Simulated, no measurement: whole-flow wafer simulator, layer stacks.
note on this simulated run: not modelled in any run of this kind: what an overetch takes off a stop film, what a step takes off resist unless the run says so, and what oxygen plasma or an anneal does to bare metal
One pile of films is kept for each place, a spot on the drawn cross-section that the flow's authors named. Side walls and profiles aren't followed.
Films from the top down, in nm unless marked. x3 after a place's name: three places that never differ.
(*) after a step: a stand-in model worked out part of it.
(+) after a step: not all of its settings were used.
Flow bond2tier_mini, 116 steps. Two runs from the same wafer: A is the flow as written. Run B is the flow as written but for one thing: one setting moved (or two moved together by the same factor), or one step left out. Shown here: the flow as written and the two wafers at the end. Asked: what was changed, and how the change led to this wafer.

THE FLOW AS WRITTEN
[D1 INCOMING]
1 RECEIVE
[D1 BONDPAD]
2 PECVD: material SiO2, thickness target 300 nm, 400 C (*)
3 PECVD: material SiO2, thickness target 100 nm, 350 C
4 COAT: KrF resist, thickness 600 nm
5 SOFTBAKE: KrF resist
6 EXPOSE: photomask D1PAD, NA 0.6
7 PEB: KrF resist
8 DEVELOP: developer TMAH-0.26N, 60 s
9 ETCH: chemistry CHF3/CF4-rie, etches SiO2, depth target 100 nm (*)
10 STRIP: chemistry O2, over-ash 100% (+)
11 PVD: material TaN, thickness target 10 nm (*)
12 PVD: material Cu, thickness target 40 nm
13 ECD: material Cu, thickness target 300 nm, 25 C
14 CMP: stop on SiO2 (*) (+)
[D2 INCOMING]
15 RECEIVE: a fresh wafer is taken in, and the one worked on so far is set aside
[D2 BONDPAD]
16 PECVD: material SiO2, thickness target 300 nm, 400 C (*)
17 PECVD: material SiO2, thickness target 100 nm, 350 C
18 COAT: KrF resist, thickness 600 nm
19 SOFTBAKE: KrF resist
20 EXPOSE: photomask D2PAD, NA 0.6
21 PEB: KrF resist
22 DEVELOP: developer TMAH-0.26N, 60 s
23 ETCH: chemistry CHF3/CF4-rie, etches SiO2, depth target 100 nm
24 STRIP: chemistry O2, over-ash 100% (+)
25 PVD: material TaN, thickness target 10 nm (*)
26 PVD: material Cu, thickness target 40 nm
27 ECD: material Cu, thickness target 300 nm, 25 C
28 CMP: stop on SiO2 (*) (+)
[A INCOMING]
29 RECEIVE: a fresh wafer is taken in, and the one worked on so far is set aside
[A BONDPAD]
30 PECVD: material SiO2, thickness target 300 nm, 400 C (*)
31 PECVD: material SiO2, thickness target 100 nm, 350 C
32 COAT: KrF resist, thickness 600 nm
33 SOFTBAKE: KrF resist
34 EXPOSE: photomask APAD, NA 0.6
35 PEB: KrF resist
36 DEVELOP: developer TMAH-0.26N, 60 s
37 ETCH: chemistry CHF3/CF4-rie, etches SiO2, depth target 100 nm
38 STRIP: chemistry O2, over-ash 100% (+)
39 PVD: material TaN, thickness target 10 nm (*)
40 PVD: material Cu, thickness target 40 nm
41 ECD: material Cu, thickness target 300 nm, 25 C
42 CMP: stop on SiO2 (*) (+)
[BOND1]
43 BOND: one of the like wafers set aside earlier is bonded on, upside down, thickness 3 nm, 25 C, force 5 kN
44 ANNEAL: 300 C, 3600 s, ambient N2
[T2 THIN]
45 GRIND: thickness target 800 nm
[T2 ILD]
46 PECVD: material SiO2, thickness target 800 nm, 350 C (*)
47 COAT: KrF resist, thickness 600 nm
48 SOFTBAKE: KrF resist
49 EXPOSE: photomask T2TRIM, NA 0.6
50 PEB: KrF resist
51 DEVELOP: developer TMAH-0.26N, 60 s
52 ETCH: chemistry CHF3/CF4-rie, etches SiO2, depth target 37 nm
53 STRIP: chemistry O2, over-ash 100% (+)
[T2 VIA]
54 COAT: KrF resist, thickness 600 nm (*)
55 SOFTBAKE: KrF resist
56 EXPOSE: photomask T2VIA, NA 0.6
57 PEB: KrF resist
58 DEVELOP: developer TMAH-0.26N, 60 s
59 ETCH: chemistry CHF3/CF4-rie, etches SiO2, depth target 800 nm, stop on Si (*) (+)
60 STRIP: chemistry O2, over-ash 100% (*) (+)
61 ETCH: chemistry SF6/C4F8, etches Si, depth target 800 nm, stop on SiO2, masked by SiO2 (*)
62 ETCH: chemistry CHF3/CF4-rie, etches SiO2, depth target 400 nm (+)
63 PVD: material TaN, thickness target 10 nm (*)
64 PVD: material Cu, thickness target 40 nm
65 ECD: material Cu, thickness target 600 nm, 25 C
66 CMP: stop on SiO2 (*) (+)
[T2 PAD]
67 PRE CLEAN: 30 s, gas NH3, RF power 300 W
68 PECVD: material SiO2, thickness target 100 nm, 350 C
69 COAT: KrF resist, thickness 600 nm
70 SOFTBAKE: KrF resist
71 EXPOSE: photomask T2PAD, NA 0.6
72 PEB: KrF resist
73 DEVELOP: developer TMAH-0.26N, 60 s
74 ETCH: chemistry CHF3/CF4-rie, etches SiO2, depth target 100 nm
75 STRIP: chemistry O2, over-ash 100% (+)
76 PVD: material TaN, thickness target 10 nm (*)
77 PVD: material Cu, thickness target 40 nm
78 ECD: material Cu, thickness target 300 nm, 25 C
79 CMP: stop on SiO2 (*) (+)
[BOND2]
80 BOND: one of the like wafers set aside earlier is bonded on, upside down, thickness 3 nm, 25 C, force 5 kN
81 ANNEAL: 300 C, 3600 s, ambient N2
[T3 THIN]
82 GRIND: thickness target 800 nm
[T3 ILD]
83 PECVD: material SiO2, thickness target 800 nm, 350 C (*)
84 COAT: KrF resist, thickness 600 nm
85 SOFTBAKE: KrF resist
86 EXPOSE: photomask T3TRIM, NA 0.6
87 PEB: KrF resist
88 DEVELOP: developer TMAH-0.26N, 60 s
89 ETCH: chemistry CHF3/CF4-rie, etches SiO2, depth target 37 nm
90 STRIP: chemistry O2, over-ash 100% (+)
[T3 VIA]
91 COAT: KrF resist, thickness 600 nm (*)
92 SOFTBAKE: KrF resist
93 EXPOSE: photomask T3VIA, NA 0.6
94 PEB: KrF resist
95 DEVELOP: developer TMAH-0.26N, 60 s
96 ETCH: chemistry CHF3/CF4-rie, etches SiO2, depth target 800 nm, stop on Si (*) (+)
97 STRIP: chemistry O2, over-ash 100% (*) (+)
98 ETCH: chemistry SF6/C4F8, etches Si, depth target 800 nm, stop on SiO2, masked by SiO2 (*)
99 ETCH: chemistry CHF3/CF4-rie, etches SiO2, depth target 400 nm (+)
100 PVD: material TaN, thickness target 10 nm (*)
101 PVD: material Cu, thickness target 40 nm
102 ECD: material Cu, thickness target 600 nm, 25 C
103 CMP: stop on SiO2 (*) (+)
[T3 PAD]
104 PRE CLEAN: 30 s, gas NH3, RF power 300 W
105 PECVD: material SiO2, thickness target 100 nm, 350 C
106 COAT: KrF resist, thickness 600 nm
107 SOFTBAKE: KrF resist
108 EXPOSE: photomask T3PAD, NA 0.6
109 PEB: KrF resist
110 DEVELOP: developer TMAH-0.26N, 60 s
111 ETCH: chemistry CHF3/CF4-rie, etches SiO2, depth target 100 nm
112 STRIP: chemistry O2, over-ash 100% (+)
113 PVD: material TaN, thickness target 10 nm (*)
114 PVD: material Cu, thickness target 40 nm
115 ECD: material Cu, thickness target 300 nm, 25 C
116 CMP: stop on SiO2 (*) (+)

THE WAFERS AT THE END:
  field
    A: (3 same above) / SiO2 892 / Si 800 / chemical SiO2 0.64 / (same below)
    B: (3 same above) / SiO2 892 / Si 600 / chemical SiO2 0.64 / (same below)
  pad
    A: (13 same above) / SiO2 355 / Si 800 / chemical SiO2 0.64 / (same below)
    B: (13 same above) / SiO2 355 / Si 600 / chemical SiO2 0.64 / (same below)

The cause: step 45, GRIND: thickness target 600 nm was run, where the flow has thickness target 800 nm.
It can be read off the wafer: field has Si 600, and step 45 as written asks for 800 nm.

How the change led to this, step by step:
  45 GRIND: thickness target 800 nm
      field, pad, via: A Si -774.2 um | B Si -774.4 um
